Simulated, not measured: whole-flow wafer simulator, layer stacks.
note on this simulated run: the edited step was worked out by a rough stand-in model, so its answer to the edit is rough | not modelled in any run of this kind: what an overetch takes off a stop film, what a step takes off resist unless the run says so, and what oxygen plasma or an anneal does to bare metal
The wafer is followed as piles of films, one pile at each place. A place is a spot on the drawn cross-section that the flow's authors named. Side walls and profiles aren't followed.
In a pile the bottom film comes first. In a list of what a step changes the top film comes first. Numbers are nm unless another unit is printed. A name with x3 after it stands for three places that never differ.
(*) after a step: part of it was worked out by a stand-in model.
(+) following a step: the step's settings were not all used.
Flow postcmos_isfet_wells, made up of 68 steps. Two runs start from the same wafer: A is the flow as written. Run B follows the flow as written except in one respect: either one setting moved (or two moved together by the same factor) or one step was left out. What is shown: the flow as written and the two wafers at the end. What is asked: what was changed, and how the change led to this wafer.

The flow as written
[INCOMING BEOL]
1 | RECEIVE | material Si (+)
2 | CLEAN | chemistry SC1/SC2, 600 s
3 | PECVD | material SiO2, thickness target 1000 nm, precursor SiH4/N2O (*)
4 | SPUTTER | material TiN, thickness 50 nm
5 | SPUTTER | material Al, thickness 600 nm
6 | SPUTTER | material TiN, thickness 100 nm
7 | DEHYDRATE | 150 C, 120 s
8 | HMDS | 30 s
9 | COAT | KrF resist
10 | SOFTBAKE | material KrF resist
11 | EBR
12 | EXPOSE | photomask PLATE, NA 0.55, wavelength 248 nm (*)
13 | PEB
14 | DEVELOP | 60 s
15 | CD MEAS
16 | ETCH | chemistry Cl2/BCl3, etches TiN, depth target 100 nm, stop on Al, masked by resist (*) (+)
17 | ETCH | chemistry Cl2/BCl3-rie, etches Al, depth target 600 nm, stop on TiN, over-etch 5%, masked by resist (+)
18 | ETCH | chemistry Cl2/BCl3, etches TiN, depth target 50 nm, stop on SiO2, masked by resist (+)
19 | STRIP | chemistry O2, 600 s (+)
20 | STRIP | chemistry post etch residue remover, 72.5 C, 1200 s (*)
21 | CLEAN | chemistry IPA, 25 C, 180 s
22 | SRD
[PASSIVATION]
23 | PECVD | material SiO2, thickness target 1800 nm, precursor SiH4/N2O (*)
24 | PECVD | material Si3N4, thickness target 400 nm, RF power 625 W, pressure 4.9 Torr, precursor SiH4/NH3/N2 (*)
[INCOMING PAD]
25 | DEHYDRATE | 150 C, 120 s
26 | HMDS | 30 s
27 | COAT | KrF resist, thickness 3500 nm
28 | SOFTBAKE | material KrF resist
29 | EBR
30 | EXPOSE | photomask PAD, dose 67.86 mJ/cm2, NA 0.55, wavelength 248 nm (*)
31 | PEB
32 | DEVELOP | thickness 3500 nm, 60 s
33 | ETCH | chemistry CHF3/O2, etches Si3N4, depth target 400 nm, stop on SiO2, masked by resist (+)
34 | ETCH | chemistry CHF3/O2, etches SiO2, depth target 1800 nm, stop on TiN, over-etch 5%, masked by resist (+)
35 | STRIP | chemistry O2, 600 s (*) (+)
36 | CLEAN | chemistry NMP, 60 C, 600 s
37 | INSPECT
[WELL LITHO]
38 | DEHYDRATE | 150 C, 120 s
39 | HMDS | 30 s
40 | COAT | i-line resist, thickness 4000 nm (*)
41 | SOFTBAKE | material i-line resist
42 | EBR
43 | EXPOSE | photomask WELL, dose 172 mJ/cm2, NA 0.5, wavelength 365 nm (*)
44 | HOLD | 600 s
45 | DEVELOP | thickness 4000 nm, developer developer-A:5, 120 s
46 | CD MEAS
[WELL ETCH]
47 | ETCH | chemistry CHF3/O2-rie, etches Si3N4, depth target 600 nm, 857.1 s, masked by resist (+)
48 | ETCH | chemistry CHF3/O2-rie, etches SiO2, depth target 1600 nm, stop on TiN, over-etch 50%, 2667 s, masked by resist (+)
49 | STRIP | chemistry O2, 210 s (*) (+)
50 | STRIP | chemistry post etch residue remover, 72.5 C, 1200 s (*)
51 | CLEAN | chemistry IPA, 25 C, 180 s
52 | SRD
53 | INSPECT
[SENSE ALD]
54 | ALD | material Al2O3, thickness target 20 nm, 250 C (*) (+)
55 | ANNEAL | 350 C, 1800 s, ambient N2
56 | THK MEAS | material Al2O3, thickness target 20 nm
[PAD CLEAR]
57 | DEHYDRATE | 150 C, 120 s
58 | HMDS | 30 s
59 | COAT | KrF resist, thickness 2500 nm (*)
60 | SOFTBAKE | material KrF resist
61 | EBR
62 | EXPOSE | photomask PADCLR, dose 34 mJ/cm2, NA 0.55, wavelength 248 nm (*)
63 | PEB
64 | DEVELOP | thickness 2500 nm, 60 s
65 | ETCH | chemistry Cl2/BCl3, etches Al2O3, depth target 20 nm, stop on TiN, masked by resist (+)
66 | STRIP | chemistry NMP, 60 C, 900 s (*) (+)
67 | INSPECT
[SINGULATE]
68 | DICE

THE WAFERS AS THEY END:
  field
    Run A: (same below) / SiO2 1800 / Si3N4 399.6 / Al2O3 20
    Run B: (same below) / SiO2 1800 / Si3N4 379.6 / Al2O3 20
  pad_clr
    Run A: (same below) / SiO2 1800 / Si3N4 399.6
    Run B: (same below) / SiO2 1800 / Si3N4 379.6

The reason: step 24, PECVD: thickness target 380 nm was run, whereas the flow has thickness target 400 nm.

How this came from the change, step by step:
  24 | PECVD | material Si3N4, thickness target 400 nm, RF power 625 W, pressure 4.9 Torr, precursor SiH4/NH3/N2 (*)
      field, margin, well900, well1300 x3, pad_rim, pad_clr, pad_open: A Si3N4 gains 400 (new film) | B Si3N4 gains 380 (new film)
  33 | ETCH | chemistry CHF3/O2, etches Si3N4, depth target 400 nm, stop on SiO2, masked by resist (+)
      pad_open: A Si3N4 loses 400 (all of it) | B Si3N4 loses 380 (all of it)
  47 | ETCH | chemistry CHF3/O2-rie, etches Si3N4, depth target 600 nm, 857.1 s, masked by resist (+)
      well900, well1300 x3: A Si3N4 loses 400 (all of it), SiO2 loses 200 | B Si3N4 loses 380 (all of it), SiO2 loses 220
